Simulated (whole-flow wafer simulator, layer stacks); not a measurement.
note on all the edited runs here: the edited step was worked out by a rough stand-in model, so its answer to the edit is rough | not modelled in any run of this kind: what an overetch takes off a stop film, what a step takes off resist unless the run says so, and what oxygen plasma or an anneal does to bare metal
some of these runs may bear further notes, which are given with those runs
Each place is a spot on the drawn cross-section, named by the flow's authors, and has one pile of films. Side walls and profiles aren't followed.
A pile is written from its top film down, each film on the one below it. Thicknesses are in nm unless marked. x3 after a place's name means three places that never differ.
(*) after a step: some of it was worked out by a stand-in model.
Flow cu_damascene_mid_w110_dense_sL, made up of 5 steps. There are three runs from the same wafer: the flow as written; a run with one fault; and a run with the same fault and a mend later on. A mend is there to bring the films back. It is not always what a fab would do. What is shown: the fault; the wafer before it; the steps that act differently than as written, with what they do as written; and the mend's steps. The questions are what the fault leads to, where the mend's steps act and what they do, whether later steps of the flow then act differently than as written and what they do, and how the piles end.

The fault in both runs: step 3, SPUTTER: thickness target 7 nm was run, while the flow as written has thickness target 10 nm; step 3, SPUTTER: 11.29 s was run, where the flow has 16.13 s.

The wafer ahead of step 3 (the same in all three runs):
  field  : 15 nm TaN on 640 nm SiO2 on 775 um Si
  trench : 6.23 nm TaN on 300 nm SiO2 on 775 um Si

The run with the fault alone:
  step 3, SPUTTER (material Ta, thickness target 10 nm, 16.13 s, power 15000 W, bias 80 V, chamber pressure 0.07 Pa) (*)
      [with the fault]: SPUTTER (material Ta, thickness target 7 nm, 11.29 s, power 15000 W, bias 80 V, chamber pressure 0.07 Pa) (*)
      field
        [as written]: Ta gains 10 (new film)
        [with the fault]: Ta gains 7 (new film)
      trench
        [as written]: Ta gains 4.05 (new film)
        [with the fault]: Ta gains 2.83 (new film)
  Every later step of the flow that is run acts as written, at every place that is followed, to within 2% or 0.5 nm, whichever is larger.
  The piles end different from the flow's at field, trench by more than 2% or 0.5 nm, whichever is larger.
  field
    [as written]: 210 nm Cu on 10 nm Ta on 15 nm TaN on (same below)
    [with the fault]: 210 nm Cu on 7 nm Ta on 15 nm TaN on (same below)
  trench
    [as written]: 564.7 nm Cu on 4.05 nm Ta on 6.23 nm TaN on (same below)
    [with the fault]: 562.9 nm Cu on 2.83 nm Ta on 6.23 nm TaN on (same below)

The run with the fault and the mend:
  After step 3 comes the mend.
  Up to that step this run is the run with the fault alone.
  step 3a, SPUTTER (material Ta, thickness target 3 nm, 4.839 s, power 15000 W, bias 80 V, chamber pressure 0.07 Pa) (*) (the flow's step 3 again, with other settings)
      field
        Ta gains 3
      trench
        Ta gains 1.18
  Every later step of the flow that is run acts as written at every place that is followed.
  The piles end only slightly different from the flow's at the places that both follow, by no more than 2% or 0.5 nm, whichever is larger.
